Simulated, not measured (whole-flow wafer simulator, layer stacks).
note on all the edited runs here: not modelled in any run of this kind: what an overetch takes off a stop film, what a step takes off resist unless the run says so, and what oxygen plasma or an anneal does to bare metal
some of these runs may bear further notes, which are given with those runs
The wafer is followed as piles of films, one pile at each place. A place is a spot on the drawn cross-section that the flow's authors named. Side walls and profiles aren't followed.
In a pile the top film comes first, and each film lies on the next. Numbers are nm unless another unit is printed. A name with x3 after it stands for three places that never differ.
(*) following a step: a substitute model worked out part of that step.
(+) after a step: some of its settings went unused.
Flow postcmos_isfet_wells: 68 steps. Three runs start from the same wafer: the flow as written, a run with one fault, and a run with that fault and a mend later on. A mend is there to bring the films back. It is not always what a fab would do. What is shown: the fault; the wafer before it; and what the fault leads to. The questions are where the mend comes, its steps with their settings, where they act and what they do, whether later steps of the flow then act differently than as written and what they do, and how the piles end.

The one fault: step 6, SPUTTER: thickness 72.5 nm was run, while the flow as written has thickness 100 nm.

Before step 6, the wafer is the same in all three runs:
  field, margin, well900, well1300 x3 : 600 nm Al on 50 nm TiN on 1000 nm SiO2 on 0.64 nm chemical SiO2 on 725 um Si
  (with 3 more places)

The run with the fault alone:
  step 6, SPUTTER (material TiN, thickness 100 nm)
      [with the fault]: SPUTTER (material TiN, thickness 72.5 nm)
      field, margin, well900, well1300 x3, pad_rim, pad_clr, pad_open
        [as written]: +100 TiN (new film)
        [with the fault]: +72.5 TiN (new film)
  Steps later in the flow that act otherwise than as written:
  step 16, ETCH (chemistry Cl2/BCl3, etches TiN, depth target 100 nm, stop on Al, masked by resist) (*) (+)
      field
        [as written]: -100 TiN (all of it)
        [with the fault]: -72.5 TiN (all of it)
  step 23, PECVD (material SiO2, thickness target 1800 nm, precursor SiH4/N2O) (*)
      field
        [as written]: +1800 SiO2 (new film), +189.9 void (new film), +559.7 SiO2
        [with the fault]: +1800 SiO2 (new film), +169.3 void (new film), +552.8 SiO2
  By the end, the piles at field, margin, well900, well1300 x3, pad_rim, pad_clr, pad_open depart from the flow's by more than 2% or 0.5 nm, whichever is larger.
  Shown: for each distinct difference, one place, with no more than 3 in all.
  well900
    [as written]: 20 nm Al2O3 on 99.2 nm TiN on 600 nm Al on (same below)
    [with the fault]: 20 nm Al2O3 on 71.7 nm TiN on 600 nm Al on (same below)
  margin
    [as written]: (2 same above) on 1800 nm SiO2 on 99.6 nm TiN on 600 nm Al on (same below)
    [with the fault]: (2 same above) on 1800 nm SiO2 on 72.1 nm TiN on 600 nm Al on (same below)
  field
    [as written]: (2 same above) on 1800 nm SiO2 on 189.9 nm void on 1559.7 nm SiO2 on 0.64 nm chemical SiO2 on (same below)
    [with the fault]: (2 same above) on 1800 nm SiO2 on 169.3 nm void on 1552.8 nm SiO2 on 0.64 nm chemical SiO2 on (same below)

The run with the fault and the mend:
  The mend stands after step 15.
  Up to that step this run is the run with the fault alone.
  step 15a, STRIP (chemistry O2, 600 s) (+)
      margin, well900, well1300 x3, pad_rim, pad_clr, pad_open
        -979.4 KrF resist (all of it)
  step 15b, SPUTTER (material TiN, thickness 27.5 nm) (the flow's step 6, run once more with other settings)
      field, margin, well900, well1300 x3, pad_rim, pad_clr, pad_open
        +27.5 TiN
  step 15c, HMDS (30 s) (the flow's step 8, run once more)
      leaves every film unchanged at each place that is followed
  step 15d, COAT (KrF resist) (the flow's step 9, run once more)
      field, margin, well900, well1300 x3, pad_rim, pad_clr, pad_open
        +1000 KrF resist (new film)
  step 15e, SOFTBAKE (material KrF resist) (the flow's step 10, run once more)
      leaves every film unchanged at each place that is followed
  step 15f, EBR (the flow's step 11, run once more)
      leaves every film unchanged at each place that is followed
  step 15g, EXPOSE (photomask PLATE, NA 0.55, wavelength 248 nm) (*) (the flow's step 12, run once more)
      leaves every film unchanged at each place that is followed
  step 15h, PEB (the flow's step 13, run once more)
      field, margin, well900, well1300 x3, pad_rim, pad_clr, pad_open
        -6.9 KrF resist
  step 15i, DEVELOP (60 s) (the flow's step 14, run once more)
      margin, well900, well1300 x3, pad_rim, pad_clr, pad_open
        -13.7 KrF resist
      field
        -993.1 KrF resist (all of it)
  Every later step of the flow that is run acts as written at every place that is followed.
  At every place that both follow, the piles at the end match the flow's.
